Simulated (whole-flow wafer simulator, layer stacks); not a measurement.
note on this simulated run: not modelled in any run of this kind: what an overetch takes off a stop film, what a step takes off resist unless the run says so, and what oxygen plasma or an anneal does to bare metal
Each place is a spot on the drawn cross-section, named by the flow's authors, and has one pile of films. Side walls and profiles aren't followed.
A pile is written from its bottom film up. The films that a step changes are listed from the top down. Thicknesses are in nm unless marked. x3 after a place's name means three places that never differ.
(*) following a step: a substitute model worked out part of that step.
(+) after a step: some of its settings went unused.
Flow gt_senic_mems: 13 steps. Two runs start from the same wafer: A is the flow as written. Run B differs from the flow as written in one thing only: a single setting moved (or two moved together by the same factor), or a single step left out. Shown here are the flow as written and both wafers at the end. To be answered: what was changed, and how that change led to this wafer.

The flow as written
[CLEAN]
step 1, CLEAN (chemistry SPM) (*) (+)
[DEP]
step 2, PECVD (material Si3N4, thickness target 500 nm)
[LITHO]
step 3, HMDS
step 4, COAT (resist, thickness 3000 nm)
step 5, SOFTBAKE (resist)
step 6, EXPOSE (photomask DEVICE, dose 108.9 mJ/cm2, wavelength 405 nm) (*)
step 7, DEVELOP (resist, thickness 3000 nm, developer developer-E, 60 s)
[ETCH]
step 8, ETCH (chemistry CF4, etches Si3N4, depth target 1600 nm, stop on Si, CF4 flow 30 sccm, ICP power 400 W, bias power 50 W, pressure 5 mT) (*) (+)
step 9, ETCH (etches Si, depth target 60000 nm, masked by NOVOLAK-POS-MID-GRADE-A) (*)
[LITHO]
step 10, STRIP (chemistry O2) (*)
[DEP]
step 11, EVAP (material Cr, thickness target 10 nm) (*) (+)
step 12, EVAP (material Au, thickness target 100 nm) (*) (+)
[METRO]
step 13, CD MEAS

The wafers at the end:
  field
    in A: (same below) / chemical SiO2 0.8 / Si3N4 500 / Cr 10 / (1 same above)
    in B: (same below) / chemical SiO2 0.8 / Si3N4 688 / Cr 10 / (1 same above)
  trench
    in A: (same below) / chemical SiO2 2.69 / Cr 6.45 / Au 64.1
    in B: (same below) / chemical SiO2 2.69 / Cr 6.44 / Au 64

The reason: step 2, PECVD: thickness target 688 nm was run, though the flow has thickness target 500 nm.
One can read it off the wafer: field has Si3N4 688, and step 2 as written asks for 500 nm.

The path from the change to this, step by step:
  step 2, PECVD (material Si3N4, thickness target 500 nm)
      field, trench: A +500 Si3N4 (new film) | B +688 Si3N4 (new film)
  step 8, ETCH (chemistry CF4, etches Si3N4, depth target 1600 nm, stop on Si, CF4 flow 30 sccm, ICP power 400 W, bias power 50 W, pressure 5 mT) (*) (+)
      field: A -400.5 resist | B -525.9 resist
      trench: A -500 Si3N4 (all of it), -0.8 chemical SiO2 (all of it) | B -688 Si3N4 (all of it), -0.8 chemical SiO2 (all of it)
  step 10, STRIP (chemistry O2) (*)
      field: A -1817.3 resist (all of it) | B -1692 resist (all of it)
